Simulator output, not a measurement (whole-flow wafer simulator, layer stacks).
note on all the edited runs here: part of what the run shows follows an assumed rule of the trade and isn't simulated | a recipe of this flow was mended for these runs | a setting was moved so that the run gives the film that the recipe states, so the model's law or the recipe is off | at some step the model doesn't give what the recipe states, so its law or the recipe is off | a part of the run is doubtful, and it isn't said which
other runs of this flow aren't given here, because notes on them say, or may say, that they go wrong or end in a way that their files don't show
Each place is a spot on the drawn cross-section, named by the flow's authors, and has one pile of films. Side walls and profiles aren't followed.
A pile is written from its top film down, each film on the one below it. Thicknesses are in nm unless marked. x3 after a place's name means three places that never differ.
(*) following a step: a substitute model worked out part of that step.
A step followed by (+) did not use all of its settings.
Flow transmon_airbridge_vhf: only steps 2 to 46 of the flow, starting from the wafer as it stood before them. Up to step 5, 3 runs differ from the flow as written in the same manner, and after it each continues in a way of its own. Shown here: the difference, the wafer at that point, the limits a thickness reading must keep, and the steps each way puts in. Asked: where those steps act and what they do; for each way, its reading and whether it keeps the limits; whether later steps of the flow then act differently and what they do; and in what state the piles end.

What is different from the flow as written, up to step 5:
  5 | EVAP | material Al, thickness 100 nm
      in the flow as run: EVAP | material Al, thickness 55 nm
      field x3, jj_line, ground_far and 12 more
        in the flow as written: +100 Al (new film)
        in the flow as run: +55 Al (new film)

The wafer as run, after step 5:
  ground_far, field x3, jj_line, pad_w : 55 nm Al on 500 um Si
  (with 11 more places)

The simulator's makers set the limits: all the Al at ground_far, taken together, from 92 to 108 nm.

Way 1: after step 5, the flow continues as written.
  Reading after step 5: 55 nm, not within the limits.
  Steps later in the flow that act otherwise than as written (14 other steps are not shown; they differ only slightly, by no more than 2% or 0.5 nm, whichever is larger):
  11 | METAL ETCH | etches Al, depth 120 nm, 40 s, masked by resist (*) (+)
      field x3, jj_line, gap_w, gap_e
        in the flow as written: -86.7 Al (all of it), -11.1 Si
        going this way: -41.7 Al (all of it), -26.1 Si
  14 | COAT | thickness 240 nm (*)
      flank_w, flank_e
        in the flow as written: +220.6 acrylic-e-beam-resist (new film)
        going this way: +225.3 acrylic-e-beam-resist (new film)
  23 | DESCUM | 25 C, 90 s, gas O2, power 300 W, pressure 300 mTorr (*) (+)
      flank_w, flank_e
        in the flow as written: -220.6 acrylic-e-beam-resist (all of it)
        going this way: -225.3 acrylic-e-beam-resist (all of it)
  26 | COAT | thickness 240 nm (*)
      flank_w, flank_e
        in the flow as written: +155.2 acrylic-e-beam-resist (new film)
        going this way: +158.8 acrylic-e-beam-resist (new film)
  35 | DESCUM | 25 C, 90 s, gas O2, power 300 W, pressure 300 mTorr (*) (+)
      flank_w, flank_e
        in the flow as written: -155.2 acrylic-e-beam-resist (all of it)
        going this way: -158.8 acrylic-e-beam-resist (all of it)
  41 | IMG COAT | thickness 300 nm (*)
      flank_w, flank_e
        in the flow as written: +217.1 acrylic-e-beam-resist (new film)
        going this way: +221.7 acrylic-e-beam-resist (new film)
  The piles end different from the flow's at ground_far, pad_w, flank_w and 8 more by more than 2% or 0.5 nm, whichever is larger.
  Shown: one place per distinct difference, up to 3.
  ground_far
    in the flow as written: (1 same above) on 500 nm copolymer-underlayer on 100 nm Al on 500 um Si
    going this way: (1 same above) on 500 nm copolymer-underlayer on 55 nm Al on 500 um Si
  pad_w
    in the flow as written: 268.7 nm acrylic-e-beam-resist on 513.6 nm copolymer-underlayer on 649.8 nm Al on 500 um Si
    going this way: 268.9 nm acrylic-e-beam-resist on 514.4 nm copolymer-underlayer on 604.8 nm Al on 500 um Si
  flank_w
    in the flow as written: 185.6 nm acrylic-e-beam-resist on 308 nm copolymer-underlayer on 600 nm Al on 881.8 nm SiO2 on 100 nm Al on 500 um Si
    going this way: 190.2 nm acrylic-e-beam-resist on 308 nm copolymer-underlayer on 600 nm Al on 881.5 nm SiO2 on 55 nm Al on 500 um Si

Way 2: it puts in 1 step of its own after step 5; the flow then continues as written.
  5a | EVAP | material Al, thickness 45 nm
      field x3, jj_line, ground_far and 12 more
        +45 Al
  Reading after step 5a: 100 nm, inside the limits.
  Every later step of the flow that is run acts as written at every place that is followed.
  The piles end the same as the flow's at every place that both follow.

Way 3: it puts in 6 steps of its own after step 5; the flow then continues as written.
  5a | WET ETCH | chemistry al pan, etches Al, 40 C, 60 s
      field x3, jj_line, ground_far and 12 more
        -55 Al (all of it)
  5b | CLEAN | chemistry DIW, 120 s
      does not change any film at any place that is followed
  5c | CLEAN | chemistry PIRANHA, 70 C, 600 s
      field x3, jj_line, ground_far and 12 more
        +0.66 chemical SiO2 (new film), -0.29 Si
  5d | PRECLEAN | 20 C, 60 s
      field x3, jj_line, ground_far and 12 more
        -0.66 chemical SiO2 (all of it)
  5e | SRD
      does not change any film at any place that is followed
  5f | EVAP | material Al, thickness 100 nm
      field x3, jj_line, ground_far and 12 more
        +100 Al (new film)
  Reading after step 5f: 100 nm, inside the limits.
  Every later step of the flow that is run acts as written at every place that is followed.
  The piles end only slightly different from the flow's at the places that both follow, by no more than 2% or 0.5 nm, whichever is larger.

Keeping within the limits: way 2, way 3. Outside them: way 1.
